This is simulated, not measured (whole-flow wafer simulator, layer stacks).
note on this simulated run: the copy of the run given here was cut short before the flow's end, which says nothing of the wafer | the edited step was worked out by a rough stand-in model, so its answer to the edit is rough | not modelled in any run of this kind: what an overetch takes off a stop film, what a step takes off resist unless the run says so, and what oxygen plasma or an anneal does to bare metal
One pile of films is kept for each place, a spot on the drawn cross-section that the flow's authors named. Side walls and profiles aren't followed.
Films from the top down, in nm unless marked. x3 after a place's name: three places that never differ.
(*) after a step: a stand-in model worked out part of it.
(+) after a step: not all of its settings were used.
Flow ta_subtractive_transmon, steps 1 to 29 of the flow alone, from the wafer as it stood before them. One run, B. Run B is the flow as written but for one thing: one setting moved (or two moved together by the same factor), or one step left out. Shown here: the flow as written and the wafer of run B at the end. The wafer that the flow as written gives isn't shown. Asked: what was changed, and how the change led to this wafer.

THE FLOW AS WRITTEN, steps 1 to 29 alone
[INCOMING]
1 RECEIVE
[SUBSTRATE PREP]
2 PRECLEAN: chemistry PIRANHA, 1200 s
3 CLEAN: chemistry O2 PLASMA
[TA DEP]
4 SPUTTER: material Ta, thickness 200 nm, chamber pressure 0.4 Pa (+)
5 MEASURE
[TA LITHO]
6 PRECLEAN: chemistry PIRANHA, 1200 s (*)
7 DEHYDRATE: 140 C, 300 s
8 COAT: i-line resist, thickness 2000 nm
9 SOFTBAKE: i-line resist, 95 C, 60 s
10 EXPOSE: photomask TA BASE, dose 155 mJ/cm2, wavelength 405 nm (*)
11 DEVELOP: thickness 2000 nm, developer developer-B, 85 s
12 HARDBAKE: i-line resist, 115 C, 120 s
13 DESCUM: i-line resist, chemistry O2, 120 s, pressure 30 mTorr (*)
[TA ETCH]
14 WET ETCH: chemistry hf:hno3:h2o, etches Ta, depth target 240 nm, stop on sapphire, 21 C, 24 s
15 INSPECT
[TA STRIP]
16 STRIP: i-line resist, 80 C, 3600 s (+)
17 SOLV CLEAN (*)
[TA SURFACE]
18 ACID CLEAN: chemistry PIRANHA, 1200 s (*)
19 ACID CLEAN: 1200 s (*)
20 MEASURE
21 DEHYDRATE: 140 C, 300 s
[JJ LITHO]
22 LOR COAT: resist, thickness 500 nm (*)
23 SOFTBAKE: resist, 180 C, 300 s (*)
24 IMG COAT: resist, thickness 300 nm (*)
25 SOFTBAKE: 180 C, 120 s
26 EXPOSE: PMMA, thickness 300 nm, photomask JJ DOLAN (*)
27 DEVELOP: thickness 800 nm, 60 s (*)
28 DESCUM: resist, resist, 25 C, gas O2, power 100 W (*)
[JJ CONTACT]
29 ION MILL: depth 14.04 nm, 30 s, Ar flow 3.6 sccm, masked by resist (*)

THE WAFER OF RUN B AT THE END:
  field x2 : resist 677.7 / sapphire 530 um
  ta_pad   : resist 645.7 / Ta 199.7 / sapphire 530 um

The cause: step 24, IMG COAT: thickness 210 nm was run, where the flow has thickness 300 nm.

How the change led to this, step by step:
  24 IMG COAT: resist, thickness 300 nm (*)
      field x2, jj_line: resist +210 (as written it would be: resist +300)
      lead: resist +220 (as written it would be: resist +312.6)
      (and at 2 more places)
  27 DEVELOP: thickness 800 nm, 60 s (*)
      jj_line: resist -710 (all of it) (as written it would be: resist -800 (all of it))
      lead: resist -774.8 (all of it) (as written it would be: resist -867.4 (all of it))
      (and at 1 more place)
